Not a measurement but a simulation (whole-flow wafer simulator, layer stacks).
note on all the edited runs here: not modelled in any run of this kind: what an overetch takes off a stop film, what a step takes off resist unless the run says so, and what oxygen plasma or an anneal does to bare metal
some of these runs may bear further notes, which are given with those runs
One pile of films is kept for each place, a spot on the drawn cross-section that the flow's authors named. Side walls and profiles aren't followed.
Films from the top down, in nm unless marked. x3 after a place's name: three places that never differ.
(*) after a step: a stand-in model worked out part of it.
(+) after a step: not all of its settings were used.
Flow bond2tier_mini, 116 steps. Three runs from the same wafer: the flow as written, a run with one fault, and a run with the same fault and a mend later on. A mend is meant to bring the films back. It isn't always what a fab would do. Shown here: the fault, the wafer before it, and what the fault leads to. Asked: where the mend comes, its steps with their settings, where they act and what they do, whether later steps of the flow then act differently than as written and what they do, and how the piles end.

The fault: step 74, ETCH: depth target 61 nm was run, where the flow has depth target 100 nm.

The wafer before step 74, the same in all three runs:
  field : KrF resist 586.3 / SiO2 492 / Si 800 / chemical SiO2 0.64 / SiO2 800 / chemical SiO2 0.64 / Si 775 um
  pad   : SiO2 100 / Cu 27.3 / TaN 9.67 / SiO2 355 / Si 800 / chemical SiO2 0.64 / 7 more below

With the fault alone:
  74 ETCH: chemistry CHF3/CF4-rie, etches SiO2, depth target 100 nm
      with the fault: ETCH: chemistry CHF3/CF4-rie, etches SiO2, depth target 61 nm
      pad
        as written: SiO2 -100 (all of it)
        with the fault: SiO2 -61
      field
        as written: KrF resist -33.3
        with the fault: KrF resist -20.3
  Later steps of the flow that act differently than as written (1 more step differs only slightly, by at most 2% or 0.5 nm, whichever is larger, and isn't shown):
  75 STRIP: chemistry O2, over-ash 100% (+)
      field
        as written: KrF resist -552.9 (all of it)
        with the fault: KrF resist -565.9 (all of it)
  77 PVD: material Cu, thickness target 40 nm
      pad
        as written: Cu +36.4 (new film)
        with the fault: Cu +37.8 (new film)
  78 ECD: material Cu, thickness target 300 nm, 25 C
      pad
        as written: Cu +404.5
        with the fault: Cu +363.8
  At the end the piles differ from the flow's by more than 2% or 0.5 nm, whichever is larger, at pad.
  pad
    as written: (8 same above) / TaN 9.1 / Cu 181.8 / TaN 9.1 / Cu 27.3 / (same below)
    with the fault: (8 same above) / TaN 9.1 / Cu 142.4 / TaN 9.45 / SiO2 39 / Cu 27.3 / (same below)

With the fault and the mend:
  The mend comes after step 75.
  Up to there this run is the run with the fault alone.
  75a COAT: KrF resist, thickness 600 nm (*) (the flow's step 69 once more)
      field
        KrF resist +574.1 (new film)
      pad
        KrF resist +627 (new film)
  75b SOFTBAKE: KrF resist (the flow's step 70 once more)
      changes no film at any place that is followed
  75c EXPOSE: photomask T2PAD, NA 0.6 (the flow's step 71 once more)
      changes no film at any place that is followed
  75d PEB: KrF resist (the flow's step 72 once more)
      changes no film at any place that is followed
  75e DEVELOP: developer TMAH-0.26N, 60 s (the flow's step 73 once more)
      field
        KrF resist -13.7
      pad
        KrF resist -627 (all of it)
  75f ETCH: chemistry CHF3/CF4-rie, etches SiO2, depth target 39 nm (the flow's step 74 once more, with other settings)
      field
        KrF resist -13
      pad
        SiO2 -39 (all of it)
  75g STRIP: chemistry O2, over-ash 100% (+) (the flow's step 75 once more)
      field
        KrF resist -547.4 (all of it)
  No later step of the flow acts differently than as written at any place that is followed.
  At the end the piles are the same as the flow's at every place that both follow.
